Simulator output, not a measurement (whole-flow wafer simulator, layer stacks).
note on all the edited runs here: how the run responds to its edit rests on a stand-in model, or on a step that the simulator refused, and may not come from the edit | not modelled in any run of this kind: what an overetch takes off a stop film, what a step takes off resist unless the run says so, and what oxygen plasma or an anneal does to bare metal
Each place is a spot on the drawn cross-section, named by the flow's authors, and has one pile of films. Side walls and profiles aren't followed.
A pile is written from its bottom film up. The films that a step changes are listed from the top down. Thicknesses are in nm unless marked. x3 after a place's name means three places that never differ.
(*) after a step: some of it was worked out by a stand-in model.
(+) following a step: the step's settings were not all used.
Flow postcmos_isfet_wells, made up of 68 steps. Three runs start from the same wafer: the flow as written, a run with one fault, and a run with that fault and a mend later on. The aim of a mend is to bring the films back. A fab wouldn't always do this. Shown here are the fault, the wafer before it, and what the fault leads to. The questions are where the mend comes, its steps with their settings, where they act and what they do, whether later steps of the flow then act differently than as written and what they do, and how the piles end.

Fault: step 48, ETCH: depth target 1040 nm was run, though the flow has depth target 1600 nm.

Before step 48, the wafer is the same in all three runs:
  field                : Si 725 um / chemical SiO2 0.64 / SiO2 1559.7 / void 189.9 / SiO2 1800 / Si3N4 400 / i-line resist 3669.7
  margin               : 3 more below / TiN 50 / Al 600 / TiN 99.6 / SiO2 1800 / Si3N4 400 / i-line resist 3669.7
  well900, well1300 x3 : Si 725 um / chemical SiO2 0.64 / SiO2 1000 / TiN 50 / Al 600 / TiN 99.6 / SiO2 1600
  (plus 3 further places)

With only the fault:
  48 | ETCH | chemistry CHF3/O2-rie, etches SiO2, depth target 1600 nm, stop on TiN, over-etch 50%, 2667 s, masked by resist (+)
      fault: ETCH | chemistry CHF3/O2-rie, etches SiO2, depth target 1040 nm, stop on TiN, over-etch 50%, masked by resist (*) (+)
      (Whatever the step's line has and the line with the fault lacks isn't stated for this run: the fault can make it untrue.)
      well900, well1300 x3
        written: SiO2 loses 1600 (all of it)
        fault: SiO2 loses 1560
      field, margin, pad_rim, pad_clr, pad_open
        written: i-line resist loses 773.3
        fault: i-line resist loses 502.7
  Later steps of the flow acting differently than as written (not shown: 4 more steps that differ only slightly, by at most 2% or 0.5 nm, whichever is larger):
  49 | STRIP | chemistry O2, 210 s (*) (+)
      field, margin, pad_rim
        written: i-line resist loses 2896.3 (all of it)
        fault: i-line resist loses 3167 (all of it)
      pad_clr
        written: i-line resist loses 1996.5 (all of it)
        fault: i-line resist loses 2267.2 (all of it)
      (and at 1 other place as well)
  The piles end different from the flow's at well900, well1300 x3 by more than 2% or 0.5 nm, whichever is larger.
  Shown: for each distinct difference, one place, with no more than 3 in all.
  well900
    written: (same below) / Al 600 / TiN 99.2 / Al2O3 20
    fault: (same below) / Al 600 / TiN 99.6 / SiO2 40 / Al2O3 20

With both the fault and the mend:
  After step 48 comes the mend.
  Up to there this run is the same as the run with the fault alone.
  48a | ETCH | chemistry CHF3/O2-rie, etches SiO2, depth target 560 nm, stop on TiN, over-etch 50%, masked by resist (+) (the flow's step 48 again, with other settings)
      field, margin, pad_rim, pad_clr, pad_open
        i-line resist loses 270.7
      well900, well1300 x3
        SiO2 loses 40 (all of it)
  Later steps of the flow that are run all act as written at every place that is followed.
  By the end, the piles equal the flow's at every place that both follow.
